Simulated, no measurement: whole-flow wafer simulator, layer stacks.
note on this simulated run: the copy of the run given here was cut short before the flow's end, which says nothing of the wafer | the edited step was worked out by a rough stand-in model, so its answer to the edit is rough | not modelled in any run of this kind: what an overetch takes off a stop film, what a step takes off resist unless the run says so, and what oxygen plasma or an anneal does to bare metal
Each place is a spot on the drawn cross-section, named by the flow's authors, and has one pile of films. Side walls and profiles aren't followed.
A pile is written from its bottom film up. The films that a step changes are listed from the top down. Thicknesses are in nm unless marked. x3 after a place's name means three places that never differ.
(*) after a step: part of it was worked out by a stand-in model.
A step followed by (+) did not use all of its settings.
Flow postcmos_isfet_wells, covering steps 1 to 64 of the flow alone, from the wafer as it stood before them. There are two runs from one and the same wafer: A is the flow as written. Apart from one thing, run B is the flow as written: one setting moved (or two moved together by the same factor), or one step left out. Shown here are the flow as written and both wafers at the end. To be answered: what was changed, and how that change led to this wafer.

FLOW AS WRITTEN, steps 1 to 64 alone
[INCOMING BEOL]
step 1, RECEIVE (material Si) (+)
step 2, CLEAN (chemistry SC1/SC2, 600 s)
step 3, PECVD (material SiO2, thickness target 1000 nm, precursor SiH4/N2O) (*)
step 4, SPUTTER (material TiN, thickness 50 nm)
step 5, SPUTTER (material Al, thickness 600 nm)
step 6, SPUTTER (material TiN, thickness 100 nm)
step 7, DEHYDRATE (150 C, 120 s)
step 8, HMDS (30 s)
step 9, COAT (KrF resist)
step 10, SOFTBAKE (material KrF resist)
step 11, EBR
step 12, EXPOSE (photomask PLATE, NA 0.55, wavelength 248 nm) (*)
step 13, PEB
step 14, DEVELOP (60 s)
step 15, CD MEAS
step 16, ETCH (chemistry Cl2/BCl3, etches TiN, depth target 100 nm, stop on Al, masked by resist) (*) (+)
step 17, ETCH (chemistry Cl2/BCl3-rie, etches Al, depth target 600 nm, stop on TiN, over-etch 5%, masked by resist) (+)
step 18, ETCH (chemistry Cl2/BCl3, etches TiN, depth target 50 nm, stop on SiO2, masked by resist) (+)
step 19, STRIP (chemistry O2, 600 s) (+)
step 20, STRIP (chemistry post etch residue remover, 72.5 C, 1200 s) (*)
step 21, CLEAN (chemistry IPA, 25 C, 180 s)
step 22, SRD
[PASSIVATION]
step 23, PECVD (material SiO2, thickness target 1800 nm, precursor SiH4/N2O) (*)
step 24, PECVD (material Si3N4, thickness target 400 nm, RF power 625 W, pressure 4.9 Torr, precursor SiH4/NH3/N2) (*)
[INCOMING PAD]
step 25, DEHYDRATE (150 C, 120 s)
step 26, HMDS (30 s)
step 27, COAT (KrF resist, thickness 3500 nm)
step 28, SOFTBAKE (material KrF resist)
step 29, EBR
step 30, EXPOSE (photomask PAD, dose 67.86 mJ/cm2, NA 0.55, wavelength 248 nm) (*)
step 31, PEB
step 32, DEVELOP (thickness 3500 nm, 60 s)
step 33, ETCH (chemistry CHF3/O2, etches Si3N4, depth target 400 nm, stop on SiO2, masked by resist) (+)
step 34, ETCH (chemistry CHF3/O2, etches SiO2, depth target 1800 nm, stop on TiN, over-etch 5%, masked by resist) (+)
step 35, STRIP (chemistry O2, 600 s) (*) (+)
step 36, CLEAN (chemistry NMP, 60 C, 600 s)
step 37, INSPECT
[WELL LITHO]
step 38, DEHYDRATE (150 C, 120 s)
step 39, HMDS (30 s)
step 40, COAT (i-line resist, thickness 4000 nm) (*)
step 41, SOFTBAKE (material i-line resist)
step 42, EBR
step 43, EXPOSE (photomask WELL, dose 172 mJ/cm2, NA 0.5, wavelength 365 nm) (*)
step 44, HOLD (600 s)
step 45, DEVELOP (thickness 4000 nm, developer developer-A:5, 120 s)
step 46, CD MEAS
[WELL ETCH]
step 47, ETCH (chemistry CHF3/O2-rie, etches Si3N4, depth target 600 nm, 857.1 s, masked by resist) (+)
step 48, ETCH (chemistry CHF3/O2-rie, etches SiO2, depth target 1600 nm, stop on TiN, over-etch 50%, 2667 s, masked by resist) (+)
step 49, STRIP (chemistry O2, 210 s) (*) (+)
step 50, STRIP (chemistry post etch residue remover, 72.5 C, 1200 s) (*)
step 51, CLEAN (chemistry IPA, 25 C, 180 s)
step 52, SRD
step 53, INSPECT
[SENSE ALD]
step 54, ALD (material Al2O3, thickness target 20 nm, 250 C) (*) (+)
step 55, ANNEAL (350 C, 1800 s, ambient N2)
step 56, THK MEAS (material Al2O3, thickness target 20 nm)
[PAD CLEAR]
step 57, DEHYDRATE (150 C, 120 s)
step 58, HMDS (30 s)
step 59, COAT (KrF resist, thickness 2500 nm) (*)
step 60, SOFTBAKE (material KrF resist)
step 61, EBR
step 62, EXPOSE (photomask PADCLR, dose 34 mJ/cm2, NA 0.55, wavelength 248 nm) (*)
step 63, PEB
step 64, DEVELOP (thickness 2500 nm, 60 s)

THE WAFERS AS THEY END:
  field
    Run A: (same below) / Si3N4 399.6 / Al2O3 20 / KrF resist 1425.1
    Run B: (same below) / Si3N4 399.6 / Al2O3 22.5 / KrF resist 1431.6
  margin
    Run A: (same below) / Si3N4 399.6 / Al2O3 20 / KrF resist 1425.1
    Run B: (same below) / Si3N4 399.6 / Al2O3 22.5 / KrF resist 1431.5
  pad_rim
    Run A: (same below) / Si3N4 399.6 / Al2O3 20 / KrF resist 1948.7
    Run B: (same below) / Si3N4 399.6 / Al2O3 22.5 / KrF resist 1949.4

The reason: step 54, ALD: thickness target 22.5 nm was run, while the flow as written has thickness target 20 nm.
One can read it off the wafer: field has Al2O3 22.5, and step 54 as written asks for 20 nm.

Step by step, how the change led to this:
  step 54, ALD (material Al2O3, thickness target 20 nm, 250 C) (*) (+)
      field, margin, well900, well1300 x3, pad_rim, pad_clr, pad_open: A +20 Al2O3 (new film) | B +22.5 Al2O3 (new film)
